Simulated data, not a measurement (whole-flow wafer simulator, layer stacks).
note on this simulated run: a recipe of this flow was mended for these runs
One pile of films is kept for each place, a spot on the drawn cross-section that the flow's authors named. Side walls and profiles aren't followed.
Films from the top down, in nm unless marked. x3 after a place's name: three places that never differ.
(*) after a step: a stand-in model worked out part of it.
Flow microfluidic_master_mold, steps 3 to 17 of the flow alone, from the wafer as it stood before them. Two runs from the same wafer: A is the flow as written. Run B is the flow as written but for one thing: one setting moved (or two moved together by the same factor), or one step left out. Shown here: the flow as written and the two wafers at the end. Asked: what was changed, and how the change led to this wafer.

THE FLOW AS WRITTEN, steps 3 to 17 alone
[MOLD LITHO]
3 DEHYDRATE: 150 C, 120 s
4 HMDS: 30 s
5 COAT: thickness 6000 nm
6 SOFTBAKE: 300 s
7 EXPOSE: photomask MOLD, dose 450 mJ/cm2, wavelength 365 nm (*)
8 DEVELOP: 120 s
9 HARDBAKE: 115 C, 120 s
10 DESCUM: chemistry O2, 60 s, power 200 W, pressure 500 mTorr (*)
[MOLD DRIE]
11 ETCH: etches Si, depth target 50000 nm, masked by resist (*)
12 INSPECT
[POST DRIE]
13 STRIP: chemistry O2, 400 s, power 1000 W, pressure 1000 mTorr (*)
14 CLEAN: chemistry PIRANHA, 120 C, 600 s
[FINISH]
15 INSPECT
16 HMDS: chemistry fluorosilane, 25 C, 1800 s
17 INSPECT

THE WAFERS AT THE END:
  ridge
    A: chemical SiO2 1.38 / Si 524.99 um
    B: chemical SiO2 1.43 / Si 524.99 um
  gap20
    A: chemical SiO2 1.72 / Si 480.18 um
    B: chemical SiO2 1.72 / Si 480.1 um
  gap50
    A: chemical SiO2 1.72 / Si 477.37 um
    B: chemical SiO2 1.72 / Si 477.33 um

The cause: step 5, COAT: thickness 5437 nm was run, where the flow has thickness 6000 nm.

How the change led to this, step by step:
  5 COAT: thickness 6000 nm
      ridge, gap20, gap50, gap200 x2: A thick-i-line-resist +6000 (new film) | B thick-i-line-resist +5437 (new film)
  8 DEVELOP: 120 s
      gap20, gap50, gap200 x2: A thick-i-line-resist -6000 (all of it) | B thick-i-line-resist -5437 (all of it)
  9 HARDBAKE: 115 C, 120 s
      ridge: A thick-i-line-resist -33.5 | B thick-i-line-resist -29.1
  11 ETCH: etches Si, depth target 50000 nm, masked by resist (*)
      gap20: A chemical SiO2 -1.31 (all of it), Si -44.81 um | B chemical SiO2 -1.31 (all of it), Si -44.9 um
      gap50: A chemical SiO2 -1.31 (all of it), Si -47.62 um | B chemical SiO2 -1.31 (all of it), Si -47.66 um
  13 STRIP: chemistry O2, 400 s, power 1000 W, pressure 1000 mTorr (*)
      ridge: A thick-i-line-resist -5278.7 (all of it), chemical SiO2 +0.78, Si -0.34 | B thick-i-line-resist -4720.2 (all of it), chemical SiO2 +0.83, Si -0.36
